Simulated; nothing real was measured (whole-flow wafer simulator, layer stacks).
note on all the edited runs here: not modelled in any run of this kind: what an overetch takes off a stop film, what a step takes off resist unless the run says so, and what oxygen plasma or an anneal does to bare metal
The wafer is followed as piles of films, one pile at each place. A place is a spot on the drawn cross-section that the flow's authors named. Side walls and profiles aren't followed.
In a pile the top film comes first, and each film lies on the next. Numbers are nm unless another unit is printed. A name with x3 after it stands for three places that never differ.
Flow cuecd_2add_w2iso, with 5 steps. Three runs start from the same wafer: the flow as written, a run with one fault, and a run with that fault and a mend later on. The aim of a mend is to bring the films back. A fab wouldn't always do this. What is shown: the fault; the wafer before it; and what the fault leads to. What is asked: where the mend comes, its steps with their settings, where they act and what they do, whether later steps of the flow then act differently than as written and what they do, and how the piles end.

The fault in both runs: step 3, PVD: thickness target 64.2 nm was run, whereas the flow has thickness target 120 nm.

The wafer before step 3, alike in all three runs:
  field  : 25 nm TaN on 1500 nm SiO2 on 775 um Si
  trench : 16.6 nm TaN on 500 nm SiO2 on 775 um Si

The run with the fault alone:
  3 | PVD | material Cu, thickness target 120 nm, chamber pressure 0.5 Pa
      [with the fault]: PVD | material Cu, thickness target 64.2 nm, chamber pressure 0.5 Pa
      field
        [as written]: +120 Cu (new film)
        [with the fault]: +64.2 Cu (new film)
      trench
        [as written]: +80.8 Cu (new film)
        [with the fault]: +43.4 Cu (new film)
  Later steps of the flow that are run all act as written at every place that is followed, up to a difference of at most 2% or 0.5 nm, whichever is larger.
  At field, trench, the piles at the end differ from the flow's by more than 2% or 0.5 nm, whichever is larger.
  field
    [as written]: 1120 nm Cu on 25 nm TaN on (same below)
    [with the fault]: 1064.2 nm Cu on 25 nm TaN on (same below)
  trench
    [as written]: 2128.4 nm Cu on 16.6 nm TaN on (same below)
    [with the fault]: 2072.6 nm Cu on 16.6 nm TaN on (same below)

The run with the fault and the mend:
  The mend follows step 3.
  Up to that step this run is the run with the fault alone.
  3a | ETCH | chemistry cu recess dil, depth target 73.91 nm
      field
        -64.2 Cu (all of it)
      trench
        -43.4 Cu (all of it)
  3b | PVD | material Cu, thickness target 120 nm, chamber pressure 0.5 Pa (the flow's step 3 again)
      field
        +120 Cu (new film)
      trench
        +80.8 Cu (new film)
  Later steps of the flow that are run all act as written at every place that is followed.
  At every place that both follow, the piles at the end match the flow's.
